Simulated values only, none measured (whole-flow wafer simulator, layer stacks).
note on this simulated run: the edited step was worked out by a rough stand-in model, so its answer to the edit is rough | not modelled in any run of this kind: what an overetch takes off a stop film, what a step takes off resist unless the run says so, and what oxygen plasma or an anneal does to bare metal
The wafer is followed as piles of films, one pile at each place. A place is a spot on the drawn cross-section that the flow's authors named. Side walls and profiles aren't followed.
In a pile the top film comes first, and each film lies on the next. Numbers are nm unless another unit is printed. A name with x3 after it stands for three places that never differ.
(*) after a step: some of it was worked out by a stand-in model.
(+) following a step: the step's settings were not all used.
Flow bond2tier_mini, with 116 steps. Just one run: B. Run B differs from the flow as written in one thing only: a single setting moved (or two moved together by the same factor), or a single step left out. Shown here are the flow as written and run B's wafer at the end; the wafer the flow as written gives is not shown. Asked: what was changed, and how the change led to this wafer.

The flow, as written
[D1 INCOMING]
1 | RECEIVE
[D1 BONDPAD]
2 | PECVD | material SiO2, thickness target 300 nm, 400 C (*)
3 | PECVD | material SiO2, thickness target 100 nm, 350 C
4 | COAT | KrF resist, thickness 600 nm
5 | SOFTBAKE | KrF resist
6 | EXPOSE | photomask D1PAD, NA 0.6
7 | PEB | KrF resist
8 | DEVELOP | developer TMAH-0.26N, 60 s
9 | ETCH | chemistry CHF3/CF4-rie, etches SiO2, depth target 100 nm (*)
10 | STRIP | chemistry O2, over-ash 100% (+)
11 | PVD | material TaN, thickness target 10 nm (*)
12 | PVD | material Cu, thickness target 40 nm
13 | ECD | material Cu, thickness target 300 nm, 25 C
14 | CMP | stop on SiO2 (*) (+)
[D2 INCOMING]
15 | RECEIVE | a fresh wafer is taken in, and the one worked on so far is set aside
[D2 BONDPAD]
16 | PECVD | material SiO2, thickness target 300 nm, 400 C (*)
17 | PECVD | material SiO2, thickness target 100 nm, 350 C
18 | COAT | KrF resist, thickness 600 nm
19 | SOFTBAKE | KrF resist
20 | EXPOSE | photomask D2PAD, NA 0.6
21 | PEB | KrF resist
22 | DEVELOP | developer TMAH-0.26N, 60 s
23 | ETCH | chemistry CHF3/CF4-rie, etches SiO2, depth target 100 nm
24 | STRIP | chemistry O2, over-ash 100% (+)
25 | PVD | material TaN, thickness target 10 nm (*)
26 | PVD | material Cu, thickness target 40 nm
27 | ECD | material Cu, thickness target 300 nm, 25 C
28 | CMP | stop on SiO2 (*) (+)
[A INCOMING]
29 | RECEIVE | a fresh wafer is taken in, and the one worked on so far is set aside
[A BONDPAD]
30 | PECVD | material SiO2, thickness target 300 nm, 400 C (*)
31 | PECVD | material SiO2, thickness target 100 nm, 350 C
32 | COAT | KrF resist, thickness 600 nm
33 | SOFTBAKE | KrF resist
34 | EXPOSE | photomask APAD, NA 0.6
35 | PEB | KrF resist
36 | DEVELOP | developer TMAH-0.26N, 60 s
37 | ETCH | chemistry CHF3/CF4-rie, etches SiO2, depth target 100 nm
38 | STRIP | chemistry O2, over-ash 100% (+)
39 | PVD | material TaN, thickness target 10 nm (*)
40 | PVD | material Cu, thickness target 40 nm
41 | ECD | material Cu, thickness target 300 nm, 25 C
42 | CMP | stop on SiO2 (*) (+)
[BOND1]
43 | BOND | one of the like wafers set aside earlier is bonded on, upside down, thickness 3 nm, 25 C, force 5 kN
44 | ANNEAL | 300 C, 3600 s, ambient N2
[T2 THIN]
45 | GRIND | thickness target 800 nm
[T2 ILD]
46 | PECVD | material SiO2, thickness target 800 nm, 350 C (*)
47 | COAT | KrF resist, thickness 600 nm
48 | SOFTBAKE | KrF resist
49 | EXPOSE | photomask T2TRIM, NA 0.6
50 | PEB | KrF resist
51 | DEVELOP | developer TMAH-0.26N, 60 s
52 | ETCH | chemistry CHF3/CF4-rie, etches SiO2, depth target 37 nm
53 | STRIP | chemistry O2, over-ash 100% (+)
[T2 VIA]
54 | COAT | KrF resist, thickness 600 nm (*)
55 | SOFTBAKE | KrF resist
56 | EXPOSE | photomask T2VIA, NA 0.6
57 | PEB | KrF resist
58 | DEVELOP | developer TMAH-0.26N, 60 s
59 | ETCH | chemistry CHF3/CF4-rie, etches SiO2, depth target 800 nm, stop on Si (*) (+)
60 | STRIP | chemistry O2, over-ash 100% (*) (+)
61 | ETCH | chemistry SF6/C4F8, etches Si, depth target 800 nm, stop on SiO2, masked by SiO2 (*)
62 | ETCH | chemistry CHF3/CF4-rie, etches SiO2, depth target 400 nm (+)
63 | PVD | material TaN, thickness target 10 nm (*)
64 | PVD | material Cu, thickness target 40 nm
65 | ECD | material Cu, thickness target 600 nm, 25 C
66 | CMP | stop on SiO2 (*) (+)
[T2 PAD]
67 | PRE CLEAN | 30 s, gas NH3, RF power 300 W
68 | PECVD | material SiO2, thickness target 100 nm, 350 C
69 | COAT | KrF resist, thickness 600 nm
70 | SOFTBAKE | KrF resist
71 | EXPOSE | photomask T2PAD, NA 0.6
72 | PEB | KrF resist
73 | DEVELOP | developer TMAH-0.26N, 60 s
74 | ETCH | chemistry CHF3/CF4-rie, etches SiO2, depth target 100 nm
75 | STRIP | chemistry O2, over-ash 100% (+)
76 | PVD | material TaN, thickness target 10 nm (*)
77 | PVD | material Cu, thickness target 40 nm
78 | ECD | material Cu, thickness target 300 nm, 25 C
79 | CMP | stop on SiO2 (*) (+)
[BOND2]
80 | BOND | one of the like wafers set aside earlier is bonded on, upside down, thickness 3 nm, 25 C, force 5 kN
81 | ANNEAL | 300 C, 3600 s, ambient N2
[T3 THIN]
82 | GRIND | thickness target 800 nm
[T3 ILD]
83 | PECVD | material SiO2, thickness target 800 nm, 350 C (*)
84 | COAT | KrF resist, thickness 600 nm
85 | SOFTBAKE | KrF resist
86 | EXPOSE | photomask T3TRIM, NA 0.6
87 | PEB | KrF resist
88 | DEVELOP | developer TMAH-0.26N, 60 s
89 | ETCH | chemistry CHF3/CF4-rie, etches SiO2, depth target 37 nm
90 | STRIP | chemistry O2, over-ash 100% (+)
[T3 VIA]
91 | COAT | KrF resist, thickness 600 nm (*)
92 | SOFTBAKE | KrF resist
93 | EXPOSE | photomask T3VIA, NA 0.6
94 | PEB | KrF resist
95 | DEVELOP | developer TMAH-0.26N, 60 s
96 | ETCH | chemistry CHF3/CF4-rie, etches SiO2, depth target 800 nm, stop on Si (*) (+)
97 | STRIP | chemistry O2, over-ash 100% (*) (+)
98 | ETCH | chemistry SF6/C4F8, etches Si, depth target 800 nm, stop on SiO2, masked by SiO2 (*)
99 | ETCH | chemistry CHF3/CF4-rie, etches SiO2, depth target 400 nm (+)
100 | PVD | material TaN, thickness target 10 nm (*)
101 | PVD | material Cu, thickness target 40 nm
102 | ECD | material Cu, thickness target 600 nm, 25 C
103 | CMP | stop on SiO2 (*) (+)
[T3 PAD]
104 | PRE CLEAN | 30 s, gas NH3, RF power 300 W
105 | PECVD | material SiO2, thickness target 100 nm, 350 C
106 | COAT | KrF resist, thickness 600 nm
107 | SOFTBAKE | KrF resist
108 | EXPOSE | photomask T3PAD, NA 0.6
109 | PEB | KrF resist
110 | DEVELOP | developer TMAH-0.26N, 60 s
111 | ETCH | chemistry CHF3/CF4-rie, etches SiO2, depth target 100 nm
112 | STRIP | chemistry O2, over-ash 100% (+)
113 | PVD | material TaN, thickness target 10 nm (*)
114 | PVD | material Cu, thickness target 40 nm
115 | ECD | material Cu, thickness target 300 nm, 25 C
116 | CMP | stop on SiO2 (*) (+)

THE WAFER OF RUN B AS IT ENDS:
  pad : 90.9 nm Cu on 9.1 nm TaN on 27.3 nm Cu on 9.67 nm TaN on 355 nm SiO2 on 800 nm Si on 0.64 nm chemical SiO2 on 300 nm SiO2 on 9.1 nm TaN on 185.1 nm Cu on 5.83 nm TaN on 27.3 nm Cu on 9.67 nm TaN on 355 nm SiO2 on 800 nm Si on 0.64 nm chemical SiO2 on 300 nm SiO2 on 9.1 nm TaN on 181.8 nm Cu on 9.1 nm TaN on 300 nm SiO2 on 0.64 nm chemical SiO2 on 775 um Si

What caused this: step 76, PVD: thickness target 6.4 nm was run, though the flow has thickness target 10 nm.

How this came from the change, step by step:
  76 | PVD | material TaN, thickness target 10 nm (*)
      field: TaN gains 6.4 (new film) (it would be, as written: TaN gains 10 (new film))
      pad: TaN gains 5.83 (new film) (it would be, as written: TaN gains 9.1 (new film))
  79 | CMP | stop on SiO2 (*) (+)
      field: Cu loses 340 (all of it), TaN loses 6.4 (all of it) (it would be, as written: Cu loses 340 (all of it), TaN loses 10 (all of it))
